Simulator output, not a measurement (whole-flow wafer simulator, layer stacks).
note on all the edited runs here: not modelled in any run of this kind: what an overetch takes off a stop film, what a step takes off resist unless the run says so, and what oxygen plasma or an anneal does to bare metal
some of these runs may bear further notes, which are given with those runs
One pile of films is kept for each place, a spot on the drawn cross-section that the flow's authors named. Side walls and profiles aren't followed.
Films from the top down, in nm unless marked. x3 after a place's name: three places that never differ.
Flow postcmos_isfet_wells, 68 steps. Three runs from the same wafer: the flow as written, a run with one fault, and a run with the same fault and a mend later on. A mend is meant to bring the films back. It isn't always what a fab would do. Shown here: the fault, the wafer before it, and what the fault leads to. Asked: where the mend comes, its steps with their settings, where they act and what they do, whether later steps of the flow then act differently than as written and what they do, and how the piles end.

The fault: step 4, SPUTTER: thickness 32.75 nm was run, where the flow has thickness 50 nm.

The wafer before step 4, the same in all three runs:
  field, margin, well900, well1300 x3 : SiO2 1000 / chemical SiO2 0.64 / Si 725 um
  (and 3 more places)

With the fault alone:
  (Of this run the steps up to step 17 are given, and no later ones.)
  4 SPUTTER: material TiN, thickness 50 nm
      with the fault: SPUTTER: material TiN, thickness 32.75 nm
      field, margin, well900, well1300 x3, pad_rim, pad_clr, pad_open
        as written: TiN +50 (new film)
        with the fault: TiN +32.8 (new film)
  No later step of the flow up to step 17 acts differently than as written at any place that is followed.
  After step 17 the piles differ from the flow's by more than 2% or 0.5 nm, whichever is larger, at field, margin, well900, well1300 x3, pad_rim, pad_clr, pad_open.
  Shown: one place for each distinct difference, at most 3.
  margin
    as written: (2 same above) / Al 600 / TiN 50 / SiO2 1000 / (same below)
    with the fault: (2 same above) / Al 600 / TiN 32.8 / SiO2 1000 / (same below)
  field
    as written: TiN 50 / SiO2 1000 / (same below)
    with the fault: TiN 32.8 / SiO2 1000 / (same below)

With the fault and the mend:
  The mend comes after step 4.
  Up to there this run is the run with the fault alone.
  4a ETCH: chemistry peroxide tin strip, depth target 37.66 nm
      field, margin, well900, well1300 x3, pad_rim, pad_clr, pad_open
        TiN -32.8 (all of it)
  4b SPUTTER: material TiN, thickness 50 nm (the flow's step 4 once more)
      field, margin, well900, well1300 x3, pad_rim, pad_clr, pad_open
        TiN +50 (new film)
  No later step of the flow acts differently than as written at any place that is followed.
  At the end the piles are the same as the flow's at every place that both follow.
